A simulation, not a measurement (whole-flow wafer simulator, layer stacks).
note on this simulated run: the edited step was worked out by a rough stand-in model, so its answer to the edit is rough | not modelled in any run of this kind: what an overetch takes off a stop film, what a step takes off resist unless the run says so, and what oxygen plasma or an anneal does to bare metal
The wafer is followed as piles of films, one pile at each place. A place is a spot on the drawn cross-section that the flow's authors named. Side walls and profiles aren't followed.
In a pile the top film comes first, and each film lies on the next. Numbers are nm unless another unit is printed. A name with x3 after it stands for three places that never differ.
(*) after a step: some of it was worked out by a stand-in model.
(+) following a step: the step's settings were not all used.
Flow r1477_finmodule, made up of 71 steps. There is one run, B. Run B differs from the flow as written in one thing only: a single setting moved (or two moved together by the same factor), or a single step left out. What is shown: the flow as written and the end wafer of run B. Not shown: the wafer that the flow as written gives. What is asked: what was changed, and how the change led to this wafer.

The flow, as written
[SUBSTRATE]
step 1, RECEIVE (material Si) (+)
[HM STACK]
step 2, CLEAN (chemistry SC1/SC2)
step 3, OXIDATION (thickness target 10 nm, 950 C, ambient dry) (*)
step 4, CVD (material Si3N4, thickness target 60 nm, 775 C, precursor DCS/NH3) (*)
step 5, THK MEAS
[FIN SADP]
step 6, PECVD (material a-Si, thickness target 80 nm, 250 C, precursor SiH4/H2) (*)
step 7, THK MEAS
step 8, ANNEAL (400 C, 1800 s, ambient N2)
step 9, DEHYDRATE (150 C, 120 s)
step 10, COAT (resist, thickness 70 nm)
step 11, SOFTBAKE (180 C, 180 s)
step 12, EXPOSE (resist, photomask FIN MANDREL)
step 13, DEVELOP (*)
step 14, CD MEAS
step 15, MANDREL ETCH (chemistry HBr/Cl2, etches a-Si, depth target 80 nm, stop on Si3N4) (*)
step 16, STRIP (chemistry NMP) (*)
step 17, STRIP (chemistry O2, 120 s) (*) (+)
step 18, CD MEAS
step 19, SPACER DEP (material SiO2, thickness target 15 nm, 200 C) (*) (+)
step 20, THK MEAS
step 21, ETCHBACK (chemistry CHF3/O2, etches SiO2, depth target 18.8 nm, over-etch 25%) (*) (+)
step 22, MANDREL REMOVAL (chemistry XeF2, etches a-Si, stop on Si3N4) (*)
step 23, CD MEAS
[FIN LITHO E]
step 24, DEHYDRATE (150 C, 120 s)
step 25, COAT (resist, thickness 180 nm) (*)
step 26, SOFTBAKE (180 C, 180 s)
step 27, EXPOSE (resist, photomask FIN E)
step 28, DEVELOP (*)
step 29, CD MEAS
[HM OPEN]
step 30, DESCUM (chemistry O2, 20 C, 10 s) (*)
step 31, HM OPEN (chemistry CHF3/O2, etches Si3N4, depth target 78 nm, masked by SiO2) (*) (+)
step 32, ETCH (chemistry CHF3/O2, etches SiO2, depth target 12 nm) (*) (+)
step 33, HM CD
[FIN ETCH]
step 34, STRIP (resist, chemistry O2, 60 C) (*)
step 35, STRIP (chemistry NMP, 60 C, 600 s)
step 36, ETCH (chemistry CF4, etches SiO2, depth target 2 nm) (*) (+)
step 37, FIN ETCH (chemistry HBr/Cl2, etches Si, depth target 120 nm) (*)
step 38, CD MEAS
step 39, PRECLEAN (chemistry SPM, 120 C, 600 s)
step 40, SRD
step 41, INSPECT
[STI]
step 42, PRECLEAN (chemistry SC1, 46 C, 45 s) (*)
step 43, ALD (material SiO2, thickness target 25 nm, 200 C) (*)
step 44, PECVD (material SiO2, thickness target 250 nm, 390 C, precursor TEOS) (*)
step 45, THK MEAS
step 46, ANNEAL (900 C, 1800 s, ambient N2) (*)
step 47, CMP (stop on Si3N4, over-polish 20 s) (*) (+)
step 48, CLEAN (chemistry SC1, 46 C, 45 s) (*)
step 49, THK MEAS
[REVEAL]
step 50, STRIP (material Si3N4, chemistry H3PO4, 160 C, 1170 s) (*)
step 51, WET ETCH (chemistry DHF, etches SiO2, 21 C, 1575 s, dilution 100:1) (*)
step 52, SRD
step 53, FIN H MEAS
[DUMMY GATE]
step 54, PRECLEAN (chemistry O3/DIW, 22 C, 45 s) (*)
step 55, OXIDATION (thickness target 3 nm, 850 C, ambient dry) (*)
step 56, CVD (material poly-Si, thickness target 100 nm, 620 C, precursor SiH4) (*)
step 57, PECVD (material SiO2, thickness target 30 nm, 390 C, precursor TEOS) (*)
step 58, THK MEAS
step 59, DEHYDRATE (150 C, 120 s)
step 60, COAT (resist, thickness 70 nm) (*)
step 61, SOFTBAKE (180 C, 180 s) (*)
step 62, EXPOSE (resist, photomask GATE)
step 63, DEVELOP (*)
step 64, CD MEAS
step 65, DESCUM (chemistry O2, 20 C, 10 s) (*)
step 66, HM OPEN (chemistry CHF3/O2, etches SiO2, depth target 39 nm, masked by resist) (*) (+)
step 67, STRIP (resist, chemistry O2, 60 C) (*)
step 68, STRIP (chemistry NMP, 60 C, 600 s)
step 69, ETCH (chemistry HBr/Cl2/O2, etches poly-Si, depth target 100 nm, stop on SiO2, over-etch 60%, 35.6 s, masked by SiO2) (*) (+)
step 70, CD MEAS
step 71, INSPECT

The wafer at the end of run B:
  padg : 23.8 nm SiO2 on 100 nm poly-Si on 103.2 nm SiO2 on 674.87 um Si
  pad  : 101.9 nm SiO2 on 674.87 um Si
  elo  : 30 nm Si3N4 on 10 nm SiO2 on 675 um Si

Cause: step 69, ETCH: depth target 117.5 nm was run, whereas the flow has depth target 100 nm; step 69, ETCH: 41.8 s was run, where the flow has 35.6 s.

The path from the change to this, step by step:
  step 69, ETCH (chemistry HBr/Cl2/O2, etches poly-Si, depth target 100 nm, stop on SiO2, over-etch 60%, 35.6 s, masked by SiO2) (*) (+)
      padg, elg, esg and 15 more: SiO2 loses 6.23 (as written it would have been: SiO2 loses 5.3)
      pad, eso, e40so and 8 more: chemical SiO2 loses 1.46 (all of it), poly-Si loses 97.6 (all of it), SiO2 loses 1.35 (as written it would have been: chemical SiO2 loses 1.46 (all of it), poly-Si loses 97.6 (all of it), SiO2 loses 0.42)
      (and at 4 other places as well)
